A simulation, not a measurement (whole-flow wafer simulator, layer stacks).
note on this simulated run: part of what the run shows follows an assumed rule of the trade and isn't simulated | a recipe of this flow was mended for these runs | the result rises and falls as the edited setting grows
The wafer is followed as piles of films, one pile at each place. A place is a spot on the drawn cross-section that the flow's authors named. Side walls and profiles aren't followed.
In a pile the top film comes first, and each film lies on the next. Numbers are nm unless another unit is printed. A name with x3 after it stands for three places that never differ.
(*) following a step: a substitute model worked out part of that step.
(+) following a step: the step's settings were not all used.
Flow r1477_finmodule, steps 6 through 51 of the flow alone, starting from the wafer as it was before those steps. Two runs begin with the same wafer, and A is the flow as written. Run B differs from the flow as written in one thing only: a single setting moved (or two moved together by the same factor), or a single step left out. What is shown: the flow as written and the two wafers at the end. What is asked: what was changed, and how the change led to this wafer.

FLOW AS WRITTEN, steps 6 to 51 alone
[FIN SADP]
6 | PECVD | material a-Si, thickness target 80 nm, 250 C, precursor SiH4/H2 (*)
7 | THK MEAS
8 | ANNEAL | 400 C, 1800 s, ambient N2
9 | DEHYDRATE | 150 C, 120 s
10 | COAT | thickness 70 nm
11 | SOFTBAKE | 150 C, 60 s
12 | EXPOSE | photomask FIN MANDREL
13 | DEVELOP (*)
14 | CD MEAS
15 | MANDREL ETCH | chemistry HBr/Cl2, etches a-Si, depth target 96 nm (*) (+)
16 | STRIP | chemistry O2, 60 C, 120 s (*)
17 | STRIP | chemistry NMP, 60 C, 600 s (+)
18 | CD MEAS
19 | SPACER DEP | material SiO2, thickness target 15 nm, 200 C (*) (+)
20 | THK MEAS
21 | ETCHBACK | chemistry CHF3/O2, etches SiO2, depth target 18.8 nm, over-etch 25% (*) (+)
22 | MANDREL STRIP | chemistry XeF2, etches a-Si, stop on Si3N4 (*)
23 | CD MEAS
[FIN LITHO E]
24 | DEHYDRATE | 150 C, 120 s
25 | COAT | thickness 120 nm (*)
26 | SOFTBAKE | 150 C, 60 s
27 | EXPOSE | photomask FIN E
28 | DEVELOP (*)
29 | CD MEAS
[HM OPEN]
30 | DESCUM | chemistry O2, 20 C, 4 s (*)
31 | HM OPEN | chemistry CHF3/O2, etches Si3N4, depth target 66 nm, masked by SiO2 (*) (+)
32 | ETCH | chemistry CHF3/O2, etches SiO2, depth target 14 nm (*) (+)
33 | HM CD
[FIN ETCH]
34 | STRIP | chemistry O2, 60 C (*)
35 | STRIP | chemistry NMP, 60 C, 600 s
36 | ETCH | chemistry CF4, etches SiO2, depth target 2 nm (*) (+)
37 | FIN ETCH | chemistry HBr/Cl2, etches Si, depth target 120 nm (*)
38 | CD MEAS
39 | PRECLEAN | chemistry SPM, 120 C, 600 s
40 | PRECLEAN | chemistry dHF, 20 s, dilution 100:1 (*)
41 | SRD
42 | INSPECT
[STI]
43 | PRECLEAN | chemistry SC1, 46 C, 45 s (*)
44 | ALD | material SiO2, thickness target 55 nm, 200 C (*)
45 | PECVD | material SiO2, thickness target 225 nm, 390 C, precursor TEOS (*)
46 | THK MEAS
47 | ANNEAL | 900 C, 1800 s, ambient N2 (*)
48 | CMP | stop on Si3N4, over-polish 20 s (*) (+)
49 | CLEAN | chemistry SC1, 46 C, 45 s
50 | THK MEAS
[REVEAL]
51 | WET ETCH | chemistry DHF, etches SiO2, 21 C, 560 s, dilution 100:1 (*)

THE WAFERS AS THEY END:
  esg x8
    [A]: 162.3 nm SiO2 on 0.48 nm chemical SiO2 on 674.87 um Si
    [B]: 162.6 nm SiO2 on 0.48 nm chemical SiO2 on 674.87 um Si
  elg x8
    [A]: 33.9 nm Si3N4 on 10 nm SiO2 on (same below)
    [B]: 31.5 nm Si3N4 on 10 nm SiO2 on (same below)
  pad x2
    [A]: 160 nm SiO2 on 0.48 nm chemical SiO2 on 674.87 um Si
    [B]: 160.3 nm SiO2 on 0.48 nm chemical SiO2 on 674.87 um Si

Cause: step 21, ETCHBACK: depth target 21.5 nm was run, while the flow as written has depth target 18.8 nm.

Step by step, how the change led to this:
  21 | ETCHBACK | chemistry CHF3/O2, etches SiO2, depth target 18.8 nm, over-etch 25% (*) (+)
      pad x2, elg x8, esg x8, s40sg x2, s45sg x2, s50sg x2: A SiO2 loses 15 (all of it), Si3N4 loses 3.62 | B SiO2 loses 15 (all of it), Si3N4 loses 6.14
      s40cg x2, s45cg x2, s50cg x2: A SiO2 loses 15 (all of it), chemical SiO2 loses 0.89 (all of it), a-Si loses 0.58 | B SiO2 loses 15 (all of it), chemical SiO2 loses 0.89 (all of it), a-Si loses 1.11
  31 | HM OPEN | chemistry CHF3/O2, etches Si3N4, depth target 66 nm, masked by SiO2 (*) (+)
      pad x2, esg x8, s40sg x2, s45sg x2, s50sg x2: A Si3N4 loses 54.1 (all of it), SiO2 loses 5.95 | B Si3N4 loses 51.6 (all of it), SiO2 loses 7.21
  32 | ETCH | chemistry CHF3/O2, etches SiO2, depth target 14 nm (*) (+)
      pad x2, esg x8, s40sg x2, s45sg x2, s50sg x2: A SiO2 loses 4.05 (all of it), Si loses 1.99 | B SiO2 loses 2.79 (all of it), Si loses 2.24
  51 | WET ETCH | chemistry DHF, etches SiO2, 21 C, 560 s, dilution 100:1 (*)
      elg x8: A SiO2 loses 22.3 (all of it), Si3N4 loses 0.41 | B SiO2 loses 24.8 (all of it), Si3N4 loses 0.28
